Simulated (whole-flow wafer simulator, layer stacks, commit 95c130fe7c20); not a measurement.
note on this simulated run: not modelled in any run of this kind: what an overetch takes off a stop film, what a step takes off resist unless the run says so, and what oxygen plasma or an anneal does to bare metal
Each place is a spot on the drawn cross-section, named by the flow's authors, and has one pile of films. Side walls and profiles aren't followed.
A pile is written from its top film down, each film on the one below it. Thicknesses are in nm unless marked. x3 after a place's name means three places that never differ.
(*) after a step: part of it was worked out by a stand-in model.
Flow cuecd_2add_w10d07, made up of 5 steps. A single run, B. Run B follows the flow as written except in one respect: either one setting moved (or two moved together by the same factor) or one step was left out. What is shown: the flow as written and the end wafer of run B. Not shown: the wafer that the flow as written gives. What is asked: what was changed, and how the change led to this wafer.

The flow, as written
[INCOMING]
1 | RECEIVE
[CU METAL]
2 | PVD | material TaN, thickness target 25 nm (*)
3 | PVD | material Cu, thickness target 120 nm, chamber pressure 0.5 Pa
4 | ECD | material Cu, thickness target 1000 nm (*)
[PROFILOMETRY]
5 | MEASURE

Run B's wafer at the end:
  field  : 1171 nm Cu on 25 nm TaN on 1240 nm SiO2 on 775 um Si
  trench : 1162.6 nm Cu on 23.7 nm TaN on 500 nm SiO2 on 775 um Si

What caused this: step 3, PVD: thickness target 171 nm was run, while the flow as written has thickness target 120 nm.

The path from the change to this, step by step:
  3 | PVD | material Cu, thickness target 120 nm, chamber pressure 0.5 Pa
      field: +171 Cu (new film) (in the flow as written it would be: +120 Cu (new film))
      trench: +162.6 Cu (new film) (in the flow as written it would be: +114 Cu (new film))
